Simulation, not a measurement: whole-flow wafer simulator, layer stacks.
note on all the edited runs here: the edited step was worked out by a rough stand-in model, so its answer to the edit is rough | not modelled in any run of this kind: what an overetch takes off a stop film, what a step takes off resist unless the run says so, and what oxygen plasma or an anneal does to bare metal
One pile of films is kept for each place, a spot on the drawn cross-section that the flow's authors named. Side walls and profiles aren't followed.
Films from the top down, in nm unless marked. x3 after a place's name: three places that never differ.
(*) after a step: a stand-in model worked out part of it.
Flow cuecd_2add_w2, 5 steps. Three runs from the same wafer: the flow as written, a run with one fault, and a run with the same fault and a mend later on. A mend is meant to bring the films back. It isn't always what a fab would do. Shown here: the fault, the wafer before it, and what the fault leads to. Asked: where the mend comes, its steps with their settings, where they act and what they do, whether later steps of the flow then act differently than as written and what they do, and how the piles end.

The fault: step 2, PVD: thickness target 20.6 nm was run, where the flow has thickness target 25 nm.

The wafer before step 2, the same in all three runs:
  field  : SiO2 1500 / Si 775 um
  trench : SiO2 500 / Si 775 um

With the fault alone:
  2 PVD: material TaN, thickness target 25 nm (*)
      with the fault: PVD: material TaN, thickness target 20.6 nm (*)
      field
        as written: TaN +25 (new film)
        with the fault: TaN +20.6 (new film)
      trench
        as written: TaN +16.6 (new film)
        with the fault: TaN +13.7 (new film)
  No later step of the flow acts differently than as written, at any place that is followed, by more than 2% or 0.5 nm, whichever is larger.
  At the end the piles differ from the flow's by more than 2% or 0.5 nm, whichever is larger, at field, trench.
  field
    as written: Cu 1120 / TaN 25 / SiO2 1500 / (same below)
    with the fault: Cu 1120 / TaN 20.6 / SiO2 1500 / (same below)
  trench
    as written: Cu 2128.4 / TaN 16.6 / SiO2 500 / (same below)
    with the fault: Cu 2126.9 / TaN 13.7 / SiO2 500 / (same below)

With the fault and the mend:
  The mend comes after step 2.
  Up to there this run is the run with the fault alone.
  2a PVD: material TaN, thickness target 4.4 nm (*) (the flow's step 2 once more, with other settings)
      field
        TaN +4.4
      trench
        TaN +2.9
  No later step of the flow acts differently than as written at any place that is followed.
  At the end the piles are the same as the flow's at every place that both follow.
